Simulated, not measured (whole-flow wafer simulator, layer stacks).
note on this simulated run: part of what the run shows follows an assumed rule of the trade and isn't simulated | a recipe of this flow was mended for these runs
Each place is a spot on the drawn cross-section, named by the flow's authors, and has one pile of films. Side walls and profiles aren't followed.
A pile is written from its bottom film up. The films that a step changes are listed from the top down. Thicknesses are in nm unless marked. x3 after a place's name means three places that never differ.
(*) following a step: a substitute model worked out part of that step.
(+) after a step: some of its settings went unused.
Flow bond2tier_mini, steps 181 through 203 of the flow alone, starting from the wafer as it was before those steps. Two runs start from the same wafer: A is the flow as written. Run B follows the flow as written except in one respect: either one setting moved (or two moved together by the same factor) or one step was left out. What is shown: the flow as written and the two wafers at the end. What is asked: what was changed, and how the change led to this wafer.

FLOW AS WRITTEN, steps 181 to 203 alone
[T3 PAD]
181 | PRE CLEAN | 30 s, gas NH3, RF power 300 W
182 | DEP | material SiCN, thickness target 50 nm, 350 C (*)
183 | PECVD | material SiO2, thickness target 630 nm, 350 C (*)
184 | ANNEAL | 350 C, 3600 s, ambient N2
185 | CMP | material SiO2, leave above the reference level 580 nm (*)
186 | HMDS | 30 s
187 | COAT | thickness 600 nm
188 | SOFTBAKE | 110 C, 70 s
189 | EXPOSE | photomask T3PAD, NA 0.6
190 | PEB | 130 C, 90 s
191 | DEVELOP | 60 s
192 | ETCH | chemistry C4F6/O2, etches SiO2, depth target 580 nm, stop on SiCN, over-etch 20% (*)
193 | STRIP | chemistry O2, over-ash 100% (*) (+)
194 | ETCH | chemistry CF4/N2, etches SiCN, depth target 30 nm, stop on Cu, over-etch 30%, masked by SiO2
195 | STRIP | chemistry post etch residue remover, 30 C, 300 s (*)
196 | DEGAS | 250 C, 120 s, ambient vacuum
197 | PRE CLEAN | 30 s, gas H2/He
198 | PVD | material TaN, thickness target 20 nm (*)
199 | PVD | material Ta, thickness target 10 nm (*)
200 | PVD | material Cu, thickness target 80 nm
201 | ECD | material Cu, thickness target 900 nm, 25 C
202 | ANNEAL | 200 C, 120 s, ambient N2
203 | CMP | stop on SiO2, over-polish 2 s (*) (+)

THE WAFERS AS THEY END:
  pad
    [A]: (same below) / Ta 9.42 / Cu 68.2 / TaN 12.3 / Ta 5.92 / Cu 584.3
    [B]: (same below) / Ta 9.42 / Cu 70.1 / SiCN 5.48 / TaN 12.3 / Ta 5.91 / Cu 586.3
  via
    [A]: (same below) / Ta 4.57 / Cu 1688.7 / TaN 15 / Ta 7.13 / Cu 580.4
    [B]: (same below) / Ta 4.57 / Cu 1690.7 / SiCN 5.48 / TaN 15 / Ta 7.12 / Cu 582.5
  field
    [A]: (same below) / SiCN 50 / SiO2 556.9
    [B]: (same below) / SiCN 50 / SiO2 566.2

The reason: step 194, ETCH: depth target 19.2 nm was run, while the flow as written has depth target 30 nm.

Step by step, how the change led to this:
  194 | ETCH | chemistry CF4/N2, etches SiCN, depth target 30 nm, stop on Cu, over-etch 30%, masked by SiO2
      pad, via: A SiCN loses 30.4 (all of it), Cu loses 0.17 | B SiCN loses 25
      field: A SiO2 loses 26 | B SiO2 loses 16.6
  195 | STRIP | chemistry post etch residue remover, 30 C, 300 s (*)
      pad, via: A Cu loses 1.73 | B nothing
If metal films that touch count as one body, pad has 4 bodies (between them, from the top down: SiCN 5.48; SiO2 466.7 / Si 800 / chemical SiO2 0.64 / SiO2 300 / SiCN 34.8; SiO2 466.7 / Si 800 / chemical SiO2 0.64 / SiO2 300 / SiCN 34.8); the flow as written gives 3 bodies (between them, from the top down: SiO2 466.7 / Si 800 / chemical SiO2 0.64 / SiO2 300 / SiCN 34.8; SiO2 466.7 / Si 800 / chemical SiO2 0.64 / SiO2 300 / SiCN 34.8).
If metal films that touch count as one body, via has 2 bodies (between them, from the top down: SiCN 5.48); the flow as written gives 1 body.
